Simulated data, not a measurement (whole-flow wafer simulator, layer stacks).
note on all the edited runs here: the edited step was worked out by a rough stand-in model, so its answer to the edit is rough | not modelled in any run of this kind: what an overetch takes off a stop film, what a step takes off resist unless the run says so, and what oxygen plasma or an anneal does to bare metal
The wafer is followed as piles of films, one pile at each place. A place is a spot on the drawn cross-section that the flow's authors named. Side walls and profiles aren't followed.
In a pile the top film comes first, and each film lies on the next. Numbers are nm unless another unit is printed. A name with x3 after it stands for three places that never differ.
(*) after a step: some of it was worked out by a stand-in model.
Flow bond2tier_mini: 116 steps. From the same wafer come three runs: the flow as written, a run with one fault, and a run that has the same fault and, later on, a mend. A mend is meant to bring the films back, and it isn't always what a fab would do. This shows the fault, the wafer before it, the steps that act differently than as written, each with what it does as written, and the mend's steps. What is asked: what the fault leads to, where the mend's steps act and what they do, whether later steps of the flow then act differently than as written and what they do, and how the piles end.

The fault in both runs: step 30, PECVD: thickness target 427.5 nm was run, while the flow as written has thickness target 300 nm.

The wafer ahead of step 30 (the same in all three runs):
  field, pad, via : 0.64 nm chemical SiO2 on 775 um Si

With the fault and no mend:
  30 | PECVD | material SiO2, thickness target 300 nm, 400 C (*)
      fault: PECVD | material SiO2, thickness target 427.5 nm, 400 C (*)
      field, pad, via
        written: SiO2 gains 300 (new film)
        fault: SiO2 gains 427.5 (new film)
  None of the later steps of the flow acts differently than as written at any place that is followed.
  The piles end different from the flow's at field, pad by more than 2% or 0.5 nm, whichever is larger.
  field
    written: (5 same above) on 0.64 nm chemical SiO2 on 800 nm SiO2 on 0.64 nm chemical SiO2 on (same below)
    fault: (5 same above) on 0.64 nm chemical SiO2 on 927.5 nm SiO2 on 0.64 nm chemical SiO2 on (same below)
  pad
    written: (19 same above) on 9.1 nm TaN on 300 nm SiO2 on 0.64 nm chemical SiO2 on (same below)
    fault: (19 same above) on 9.1 nm TaN on 427.5 nm SiO2 on 0.64 nm chemical SiO2 on (same below)

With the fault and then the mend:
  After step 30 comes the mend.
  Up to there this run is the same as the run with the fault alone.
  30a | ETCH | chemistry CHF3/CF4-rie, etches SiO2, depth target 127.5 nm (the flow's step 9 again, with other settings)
      field, pad, via
        SiO2 loses 127.5
  None of the later steps of the flow acts differently than as written at any place that is followed.
  By the end, the piles equal the flow's at every place that both follow.
